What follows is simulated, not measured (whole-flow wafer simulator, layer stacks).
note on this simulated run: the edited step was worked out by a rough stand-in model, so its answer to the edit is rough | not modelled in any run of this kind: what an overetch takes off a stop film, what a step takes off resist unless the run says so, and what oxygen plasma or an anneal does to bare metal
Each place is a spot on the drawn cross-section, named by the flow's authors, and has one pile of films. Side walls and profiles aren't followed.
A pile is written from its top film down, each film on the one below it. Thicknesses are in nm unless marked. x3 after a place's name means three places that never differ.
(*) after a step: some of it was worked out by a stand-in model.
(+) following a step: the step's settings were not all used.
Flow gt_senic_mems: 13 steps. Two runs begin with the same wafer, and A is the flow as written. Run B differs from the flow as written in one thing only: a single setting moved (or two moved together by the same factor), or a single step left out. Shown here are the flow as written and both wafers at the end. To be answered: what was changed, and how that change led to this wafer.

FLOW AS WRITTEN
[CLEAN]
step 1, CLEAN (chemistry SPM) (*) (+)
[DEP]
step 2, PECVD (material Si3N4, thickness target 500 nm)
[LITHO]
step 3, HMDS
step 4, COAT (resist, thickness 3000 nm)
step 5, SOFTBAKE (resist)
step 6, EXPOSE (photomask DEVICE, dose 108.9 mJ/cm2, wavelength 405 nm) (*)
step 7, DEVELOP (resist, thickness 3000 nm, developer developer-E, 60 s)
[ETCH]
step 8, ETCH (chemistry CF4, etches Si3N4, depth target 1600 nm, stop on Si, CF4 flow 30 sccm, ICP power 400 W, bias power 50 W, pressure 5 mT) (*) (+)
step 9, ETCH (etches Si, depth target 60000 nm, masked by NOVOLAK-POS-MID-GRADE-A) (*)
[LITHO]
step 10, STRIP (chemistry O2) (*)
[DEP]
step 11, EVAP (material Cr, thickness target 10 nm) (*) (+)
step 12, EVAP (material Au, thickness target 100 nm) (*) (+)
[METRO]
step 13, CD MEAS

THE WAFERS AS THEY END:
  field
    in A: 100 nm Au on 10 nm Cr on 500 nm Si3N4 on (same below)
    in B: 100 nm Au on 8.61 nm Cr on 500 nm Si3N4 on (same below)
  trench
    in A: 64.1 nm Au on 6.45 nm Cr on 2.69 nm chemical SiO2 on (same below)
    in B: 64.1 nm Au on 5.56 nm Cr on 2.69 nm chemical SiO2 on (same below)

The reason: step 11, EVAP: thickness target 8.61 nm was run, while the flow as written has thickness target 10 nm.
One can read it off the wafer: field has Cr 8.61, and step 11 as written asks for 10 nm.

How this came from the change, step by step:
  step 11, EVAP (material Cr, thickness target 10 nm) (*) (+)
      field: A Cr gains 10 (new film) | B Cr gains 8.61 (new film)
      trench: A Cr gains 6.45 (new film) | B Cr gains 5.56 (new film)
